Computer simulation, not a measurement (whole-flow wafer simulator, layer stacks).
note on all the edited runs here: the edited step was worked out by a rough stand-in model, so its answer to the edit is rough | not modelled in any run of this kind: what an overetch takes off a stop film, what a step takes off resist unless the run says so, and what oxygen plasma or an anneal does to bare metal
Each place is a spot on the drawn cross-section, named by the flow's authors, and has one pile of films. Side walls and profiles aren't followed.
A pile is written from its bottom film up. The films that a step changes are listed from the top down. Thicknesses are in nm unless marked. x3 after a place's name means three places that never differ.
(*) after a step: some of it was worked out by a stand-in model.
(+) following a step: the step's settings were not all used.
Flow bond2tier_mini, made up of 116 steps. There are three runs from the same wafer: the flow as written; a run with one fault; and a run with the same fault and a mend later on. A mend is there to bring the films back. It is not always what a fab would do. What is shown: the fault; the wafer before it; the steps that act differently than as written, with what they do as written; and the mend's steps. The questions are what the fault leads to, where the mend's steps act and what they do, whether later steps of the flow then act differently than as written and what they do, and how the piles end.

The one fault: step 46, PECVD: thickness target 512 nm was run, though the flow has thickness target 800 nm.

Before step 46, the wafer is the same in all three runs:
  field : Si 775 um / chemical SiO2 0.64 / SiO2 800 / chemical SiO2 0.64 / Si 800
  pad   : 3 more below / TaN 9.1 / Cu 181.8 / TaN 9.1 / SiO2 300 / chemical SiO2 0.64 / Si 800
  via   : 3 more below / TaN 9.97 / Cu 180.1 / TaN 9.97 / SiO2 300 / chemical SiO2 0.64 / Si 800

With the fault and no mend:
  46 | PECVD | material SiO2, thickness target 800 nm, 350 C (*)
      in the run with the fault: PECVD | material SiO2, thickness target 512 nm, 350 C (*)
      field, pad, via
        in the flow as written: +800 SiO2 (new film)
        in the run with the fault: +512 SiO2 (new film)
  Steps later in the flow that act otherwise than as written:
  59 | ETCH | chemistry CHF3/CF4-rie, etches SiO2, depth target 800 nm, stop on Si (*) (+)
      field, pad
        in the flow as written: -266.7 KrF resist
        in the run with the fault: -237.5 KrF resist
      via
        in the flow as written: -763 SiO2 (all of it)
        in the run with the fault: -475 SiO2 (all of it)
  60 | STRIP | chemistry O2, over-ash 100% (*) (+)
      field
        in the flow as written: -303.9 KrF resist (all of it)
        in the run with the fault: -333.1 KrF resist (all of it)
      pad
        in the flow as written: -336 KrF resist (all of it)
        in the run with the fault: -365.1 KrF resist (all of it)
  At field, pad, the piles at the end differ from the flow's by more than 2% or 0.5 nm, whichever is larger.
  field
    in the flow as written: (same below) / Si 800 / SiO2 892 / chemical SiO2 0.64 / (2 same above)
    in the run with the fault: (same below) / Si 800 / SiO2 604 / chemical SiO2 0.64 / (2 same above)
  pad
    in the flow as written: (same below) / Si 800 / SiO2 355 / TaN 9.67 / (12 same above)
    in the run with the fault: (same below) / Si 800 / SiO2 67 / TaN 9.67 / (12 same above)

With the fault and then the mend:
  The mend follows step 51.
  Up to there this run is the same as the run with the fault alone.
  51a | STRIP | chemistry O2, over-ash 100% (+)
      field
        -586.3 KrF resist (all of it)
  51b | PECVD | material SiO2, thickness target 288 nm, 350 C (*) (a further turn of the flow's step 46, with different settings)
      field, pad, via
        +288 SiO2
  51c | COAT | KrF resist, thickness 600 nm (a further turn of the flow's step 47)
      field, pad, via
        +600 KrF resist (new film)
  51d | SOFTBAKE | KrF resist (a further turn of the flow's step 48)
      does not change any film at any place that is followed
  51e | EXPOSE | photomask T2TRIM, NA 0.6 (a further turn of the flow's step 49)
      does not change any film at any place that is followed
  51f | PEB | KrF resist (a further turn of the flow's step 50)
      does not change any film at any place that is followed
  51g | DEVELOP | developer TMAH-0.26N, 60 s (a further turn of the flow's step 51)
      pad, via
        -600 KrF resist (all of it)
      field
        -13.7 KrF resist
  Every later step of the flow that is run acts as written at every place that is followed.
  The piles end the same as the flow's at every place that both follow.
